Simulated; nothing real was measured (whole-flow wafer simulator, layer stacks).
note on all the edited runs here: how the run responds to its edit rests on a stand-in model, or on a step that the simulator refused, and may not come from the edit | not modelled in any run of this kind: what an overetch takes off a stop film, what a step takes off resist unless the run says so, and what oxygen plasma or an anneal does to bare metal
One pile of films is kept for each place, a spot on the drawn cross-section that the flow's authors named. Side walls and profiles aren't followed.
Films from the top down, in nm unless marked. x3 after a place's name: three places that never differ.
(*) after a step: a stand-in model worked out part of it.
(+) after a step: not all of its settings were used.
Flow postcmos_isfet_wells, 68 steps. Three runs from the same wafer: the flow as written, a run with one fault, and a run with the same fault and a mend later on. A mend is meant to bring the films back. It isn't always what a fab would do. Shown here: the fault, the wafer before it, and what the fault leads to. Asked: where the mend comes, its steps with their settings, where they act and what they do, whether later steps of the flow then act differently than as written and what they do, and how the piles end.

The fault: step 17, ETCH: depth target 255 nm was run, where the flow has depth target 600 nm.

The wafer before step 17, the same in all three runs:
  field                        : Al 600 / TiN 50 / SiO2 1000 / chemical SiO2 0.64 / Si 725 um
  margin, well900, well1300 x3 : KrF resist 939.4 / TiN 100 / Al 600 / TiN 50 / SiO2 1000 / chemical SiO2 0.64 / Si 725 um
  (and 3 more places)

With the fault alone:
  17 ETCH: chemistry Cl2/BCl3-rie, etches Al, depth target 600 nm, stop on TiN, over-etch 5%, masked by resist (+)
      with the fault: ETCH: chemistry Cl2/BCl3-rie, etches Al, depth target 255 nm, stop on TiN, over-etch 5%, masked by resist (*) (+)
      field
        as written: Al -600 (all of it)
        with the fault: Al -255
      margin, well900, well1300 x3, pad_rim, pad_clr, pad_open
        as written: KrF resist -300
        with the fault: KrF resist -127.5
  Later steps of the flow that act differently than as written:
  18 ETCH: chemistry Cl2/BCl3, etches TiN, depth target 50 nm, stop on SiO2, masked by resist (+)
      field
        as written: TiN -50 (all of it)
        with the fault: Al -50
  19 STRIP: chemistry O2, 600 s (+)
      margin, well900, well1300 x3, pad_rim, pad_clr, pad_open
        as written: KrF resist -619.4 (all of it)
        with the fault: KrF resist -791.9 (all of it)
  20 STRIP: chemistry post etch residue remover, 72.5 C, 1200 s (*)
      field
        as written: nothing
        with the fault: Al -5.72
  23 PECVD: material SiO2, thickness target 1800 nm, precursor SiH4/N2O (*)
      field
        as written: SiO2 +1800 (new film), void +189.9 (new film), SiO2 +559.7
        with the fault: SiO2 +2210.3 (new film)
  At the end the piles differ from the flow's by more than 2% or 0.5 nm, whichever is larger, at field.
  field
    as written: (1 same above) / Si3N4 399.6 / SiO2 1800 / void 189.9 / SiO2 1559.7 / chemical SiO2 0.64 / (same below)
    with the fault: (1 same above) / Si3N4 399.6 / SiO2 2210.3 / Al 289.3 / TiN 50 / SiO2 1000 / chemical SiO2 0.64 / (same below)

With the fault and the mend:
  The mend comes after step 17.
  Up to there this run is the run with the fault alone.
  17a ETCH: chemistry Cl2/BCl3-rie, etches Al, depth target 345 nm, stop on TiN, over-etch 5%, masked by resist (the flow's step 17 once more, with other settings)
      margin, well900, well1300 x3, pad_rim, pad_clr, pad_open
        KrF resist -172.5
      field
        Al -345 (all of it)
  No later step of the flow acts differently than as written at any place that is followed.
  At the end the piles are the same as the flow's at every place that both follow.
